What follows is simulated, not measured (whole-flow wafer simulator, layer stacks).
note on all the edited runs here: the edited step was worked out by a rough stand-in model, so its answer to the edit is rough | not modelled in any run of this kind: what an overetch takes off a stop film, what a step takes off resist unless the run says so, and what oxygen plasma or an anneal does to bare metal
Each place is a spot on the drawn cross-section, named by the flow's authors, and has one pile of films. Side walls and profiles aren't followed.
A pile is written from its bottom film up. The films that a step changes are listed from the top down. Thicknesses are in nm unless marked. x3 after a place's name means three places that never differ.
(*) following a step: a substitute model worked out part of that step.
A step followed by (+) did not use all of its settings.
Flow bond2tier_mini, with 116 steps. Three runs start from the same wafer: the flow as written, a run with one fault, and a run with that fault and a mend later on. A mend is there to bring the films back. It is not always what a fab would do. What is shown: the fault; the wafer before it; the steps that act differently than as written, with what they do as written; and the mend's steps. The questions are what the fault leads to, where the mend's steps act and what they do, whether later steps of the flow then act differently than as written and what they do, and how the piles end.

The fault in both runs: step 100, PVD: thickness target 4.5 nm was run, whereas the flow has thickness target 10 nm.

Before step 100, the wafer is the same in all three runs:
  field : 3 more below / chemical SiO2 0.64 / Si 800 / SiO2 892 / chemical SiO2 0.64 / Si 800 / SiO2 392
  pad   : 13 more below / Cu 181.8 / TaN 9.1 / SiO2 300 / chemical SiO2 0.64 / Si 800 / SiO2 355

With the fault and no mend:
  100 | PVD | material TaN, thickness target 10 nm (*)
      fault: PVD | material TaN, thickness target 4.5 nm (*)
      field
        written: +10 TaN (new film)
        fault: +4.5 TaN (new film)
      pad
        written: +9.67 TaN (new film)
        fault: +4.35 TaN (new film)
  Steps later in the flow that act otherwise than as written (not shown: 1 more step that differs only slightly, by at most 2% or 0.5 nm, whichever is larger):
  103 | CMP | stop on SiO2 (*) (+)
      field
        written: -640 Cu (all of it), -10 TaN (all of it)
        fault: -640 Cu (all of it), -4.5 TaN (all of it)
  At pad, the piles at the end differ from the flow's by more than 2% or 0.5 nm, whichever is larger.
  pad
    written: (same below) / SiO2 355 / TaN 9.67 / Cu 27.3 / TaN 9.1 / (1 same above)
    fault: (same below) / SiO2 355 / TaN 4.35 / Cu 32.7 / TaN 9.1 / (1 same above)

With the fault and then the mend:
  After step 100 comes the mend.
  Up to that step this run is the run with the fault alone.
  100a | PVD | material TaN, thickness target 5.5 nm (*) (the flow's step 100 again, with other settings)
      field
        +5.5 TaN
      pad
        +5.31 TaN
  Later steps of the flow that are run all act as written at every place that is followed.
  When the end is reached, the piles differ only a little from the flow's at the places that both follow, at most by 2% or 0.5 nm, whichever is larger.
